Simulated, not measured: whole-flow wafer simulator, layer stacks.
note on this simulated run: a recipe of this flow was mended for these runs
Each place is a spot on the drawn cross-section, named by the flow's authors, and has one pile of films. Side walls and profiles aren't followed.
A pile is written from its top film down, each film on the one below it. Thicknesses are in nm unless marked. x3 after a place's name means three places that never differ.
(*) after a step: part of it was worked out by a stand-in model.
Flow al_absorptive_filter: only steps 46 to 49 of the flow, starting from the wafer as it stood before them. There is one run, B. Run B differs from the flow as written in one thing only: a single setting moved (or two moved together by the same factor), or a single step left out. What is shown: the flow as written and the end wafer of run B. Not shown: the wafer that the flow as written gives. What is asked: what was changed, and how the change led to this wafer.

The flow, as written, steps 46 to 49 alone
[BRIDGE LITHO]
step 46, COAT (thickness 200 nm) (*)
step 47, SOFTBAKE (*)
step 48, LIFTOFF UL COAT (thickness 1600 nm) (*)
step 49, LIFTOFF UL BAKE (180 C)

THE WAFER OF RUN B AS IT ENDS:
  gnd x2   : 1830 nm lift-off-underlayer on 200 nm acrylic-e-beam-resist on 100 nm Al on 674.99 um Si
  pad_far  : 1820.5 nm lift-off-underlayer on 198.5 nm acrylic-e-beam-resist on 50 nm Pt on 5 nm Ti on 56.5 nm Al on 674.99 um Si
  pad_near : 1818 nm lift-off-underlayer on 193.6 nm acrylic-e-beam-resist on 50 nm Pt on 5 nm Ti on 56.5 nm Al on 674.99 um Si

Cause: step 48, LIFTOFF UL COAT: thickness 1830 nm was run, though the flow has thickness 1600 nm.
The wafer itself shows it: gnd x2 has lift-off-underlayer 1830, and step 48 as written asks for 1600 nm.

The path from the change to this, step by step:
  step 48, LIFTOFF UL COAT (thickness 1600 nm) (*)
      gnd x2, idc_field: lift-off-underlayer gains 1830 (new film) (it would be, as written: lift-off-underlayer gains 1600 (new film))
      pad_far: lift-off-underlayer gains 1820.5 (new film) (it would be, as written: lift-off-underlayer gains 1591.1 (new film))
      (and at 10 other places as well)
